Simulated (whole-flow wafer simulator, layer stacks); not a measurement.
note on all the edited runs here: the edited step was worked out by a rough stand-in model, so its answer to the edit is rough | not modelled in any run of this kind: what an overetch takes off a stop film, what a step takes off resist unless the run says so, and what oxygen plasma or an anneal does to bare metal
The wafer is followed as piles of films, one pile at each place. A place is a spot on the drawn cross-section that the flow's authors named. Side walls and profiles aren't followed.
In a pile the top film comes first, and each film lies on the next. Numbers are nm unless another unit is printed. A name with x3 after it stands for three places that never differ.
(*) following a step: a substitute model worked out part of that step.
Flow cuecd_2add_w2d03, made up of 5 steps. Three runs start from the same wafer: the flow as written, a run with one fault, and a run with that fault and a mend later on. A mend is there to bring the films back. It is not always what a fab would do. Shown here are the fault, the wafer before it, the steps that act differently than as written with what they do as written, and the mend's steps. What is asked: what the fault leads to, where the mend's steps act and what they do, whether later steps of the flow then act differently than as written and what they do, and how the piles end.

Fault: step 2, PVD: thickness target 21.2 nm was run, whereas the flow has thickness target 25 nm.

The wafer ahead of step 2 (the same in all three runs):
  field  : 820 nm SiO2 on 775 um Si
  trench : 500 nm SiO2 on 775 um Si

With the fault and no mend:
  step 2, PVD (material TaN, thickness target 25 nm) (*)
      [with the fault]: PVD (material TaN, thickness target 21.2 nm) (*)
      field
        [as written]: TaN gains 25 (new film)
        [with the fault]: TaN gains 21.2 (new film)
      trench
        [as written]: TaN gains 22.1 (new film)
        [with the fault]: TaN gains 18.7 (new film)
  Every later step of the flow that is run acts as written at every place that is followed.
  At field, trench, the piles at the end differ from the flow's by more than 2% or 0.5 nm, whichever is larger.
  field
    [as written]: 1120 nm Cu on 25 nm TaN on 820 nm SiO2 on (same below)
    [with the fault]: 1120 nm Cu on 21.2 nm TaN on 820 nm SiO2 on (same below)
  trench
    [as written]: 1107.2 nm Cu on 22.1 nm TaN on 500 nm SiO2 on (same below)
    [with the fault]: 1107.2 nm Cu on 18.7 nm TaN on 500 nm SiO2 on (same below)

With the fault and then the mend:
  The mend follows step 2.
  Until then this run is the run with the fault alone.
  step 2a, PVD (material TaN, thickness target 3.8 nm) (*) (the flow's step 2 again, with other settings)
      field
        TaN gains 3.8
      trench
        TaN gains 3.35
  Every later step of the flow that is run acts as written at every place that is followed.
  At every place that both follow, the piles at the end match the flow's.
